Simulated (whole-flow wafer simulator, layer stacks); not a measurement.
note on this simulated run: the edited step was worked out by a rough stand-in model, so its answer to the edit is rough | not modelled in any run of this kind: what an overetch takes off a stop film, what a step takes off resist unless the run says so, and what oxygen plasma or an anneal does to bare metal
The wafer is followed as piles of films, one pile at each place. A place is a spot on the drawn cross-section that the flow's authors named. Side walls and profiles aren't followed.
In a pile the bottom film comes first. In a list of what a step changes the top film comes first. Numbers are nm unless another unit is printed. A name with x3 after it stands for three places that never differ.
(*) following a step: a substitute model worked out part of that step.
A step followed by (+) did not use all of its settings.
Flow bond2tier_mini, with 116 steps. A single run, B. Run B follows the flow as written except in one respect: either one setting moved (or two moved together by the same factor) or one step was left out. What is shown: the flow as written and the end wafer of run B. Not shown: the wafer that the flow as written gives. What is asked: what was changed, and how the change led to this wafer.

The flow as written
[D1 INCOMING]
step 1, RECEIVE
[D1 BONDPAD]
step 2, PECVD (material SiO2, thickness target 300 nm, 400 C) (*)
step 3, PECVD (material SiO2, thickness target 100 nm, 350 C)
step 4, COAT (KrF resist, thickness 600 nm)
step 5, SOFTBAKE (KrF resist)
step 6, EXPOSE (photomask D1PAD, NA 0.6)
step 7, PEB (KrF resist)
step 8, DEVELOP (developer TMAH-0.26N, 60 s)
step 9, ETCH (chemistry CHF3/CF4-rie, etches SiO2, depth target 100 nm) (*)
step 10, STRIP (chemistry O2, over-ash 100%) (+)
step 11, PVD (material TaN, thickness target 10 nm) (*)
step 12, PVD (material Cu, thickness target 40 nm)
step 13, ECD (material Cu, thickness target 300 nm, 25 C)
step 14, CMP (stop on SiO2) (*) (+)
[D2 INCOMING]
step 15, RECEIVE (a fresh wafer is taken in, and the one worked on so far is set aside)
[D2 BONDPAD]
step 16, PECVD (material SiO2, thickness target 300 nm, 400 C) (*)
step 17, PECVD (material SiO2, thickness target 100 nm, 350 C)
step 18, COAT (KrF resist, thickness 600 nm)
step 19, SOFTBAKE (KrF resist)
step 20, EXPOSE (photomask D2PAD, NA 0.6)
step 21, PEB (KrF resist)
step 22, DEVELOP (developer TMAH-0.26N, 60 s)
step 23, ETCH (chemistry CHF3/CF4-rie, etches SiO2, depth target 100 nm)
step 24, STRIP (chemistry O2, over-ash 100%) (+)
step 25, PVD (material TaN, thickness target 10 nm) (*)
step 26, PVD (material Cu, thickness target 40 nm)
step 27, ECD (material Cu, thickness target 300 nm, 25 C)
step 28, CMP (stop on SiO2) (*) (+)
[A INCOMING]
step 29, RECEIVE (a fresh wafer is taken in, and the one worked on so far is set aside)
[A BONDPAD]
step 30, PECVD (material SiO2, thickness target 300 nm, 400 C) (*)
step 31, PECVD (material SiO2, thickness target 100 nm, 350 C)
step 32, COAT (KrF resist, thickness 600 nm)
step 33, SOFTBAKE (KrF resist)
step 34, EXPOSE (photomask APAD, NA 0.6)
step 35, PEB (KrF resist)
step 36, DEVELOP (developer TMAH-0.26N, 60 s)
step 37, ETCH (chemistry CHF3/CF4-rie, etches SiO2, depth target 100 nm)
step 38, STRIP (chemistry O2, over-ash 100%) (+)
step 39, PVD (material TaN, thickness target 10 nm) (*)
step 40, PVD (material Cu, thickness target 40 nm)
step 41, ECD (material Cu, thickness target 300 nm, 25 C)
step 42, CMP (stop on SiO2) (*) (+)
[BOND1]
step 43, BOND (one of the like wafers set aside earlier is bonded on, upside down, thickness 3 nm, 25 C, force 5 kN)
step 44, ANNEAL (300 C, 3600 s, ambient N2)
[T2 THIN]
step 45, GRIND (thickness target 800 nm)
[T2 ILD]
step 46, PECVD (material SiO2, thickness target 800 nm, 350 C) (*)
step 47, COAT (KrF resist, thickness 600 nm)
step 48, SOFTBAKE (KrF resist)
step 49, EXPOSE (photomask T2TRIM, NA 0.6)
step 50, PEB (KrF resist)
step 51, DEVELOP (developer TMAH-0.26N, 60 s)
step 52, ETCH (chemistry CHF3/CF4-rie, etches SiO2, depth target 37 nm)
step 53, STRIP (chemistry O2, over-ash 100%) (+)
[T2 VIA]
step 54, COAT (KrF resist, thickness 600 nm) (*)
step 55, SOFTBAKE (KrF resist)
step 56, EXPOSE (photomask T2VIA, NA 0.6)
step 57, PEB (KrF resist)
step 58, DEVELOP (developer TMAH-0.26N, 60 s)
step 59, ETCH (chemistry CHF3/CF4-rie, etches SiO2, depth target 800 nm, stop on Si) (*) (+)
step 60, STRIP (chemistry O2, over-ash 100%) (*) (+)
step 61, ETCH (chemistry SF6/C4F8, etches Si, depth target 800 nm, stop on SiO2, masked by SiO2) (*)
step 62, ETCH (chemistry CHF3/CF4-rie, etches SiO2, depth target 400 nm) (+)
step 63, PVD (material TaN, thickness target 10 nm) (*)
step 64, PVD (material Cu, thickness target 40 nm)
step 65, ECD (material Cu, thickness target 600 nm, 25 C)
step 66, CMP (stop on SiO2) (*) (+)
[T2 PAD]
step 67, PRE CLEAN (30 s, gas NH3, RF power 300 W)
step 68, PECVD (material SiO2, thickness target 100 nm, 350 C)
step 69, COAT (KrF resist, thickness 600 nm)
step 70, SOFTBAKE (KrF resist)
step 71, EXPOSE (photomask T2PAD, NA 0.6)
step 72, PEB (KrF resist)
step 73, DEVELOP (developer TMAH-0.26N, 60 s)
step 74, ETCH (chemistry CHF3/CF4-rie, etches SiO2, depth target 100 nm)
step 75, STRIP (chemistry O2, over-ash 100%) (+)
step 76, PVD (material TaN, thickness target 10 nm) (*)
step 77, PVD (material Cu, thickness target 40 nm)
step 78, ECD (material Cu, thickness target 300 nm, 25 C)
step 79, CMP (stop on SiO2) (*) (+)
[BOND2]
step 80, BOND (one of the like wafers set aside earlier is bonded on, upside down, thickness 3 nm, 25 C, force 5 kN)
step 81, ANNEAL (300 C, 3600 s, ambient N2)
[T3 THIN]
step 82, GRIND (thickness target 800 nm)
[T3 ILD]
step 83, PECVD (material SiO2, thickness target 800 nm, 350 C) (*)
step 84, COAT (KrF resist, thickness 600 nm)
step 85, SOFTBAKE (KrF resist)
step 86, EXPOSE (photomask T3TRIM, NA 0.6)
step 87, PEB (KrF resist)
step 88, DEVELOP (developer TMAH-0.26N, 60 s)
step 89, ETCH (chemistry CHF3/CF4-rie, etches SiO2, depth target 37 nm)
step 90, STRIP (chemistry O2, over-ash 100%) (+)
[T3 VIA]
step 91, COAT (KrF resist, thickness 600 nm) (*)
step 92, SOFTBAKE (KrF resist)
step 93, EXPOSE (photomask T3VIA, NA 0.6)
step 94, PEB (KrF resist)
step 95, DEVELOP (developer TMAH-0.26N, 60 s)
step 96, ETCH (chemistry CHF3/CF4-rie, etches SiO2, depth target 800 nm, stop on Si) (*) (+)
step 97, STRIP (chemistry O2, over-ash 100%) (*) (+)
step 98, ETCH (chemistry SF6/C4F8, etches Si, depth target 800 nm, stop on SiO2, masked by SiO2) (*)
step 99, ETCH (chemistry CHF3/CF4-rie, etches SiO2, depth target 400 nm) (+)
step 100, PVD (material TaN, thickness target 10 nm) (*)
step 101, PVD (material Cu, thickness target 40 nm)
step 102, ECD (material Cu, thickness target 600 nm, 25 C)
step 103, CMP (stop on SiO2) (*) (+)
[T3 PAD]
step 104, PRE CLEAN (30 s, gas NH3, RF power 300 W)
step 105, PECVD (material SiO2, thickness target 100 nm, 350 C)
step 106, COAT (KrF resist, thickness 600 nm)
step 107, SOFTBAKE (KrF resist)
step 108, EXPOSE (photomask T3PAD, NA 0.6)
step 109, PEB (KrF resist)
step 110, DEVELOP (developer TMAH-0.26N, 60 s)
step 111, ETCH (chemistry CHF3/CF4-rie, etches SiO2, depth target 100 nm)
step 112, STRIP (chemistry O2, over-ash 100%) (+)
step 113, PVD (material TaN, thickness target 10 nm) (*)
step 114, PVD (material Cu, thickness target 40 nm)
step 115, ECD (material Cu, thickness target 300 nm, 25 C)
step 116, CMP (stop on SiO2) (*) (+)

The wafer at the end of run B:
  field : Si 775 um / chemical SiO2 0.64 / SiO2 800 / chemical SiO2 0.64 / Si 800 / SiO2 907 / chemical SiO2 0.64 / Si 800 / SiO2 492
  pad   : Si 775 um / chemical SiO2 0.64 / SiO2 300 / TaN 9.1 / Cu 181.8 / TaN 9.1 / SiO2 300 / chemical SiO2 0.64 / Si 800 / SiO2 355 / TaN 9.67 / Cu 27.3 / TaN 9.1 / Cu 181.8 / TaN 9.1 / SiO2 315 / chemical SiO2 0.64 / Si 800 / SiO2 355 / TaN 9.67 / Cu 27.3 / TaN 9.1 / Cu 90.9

What caused this: step 16, PECVD: thickness target 315 nm was run, whereas the flow has thickness target 300 nm.
One can read it off the wafer: pad has SiO2 315, and step 16 as written asks for 300 nm.

The path from the change to this, step by step:
  step 16, PECVD (material SiO2, thickness target 300 nm, 400 C) (*)
      field, pad, via: SiO2 gains 315 (new film) (as written it would have been: SiO2 gains 300 (new film))
  step 80, BOND (one of the like wafers set aside earlier is bonded on, upside down, thickness 3 nm, 25 C, force 5 kN)
      field: Si gains 775 um (new film), chemical SiO2 gains 0.64 (new film), SiO2 gains 415 (as written it would have been: Si gains 775 um (new film), chemical SiO2 gains 0.64 (new film), SiO2 gains 400)
      pad: Si gains 775 um (new film), chemical SiO2 gains 0.64 (new film), SiO2 gains 315 (new film), TaN gains 9.1 (new film), Cu gains 90.9 (as written it would have been: Si gains 775 um (new film), chemical SiO2 gains 0.64 (new film), SiO2 gains 300 (new film), TaN gains 9.1 (new film), Cu gains 90.9)
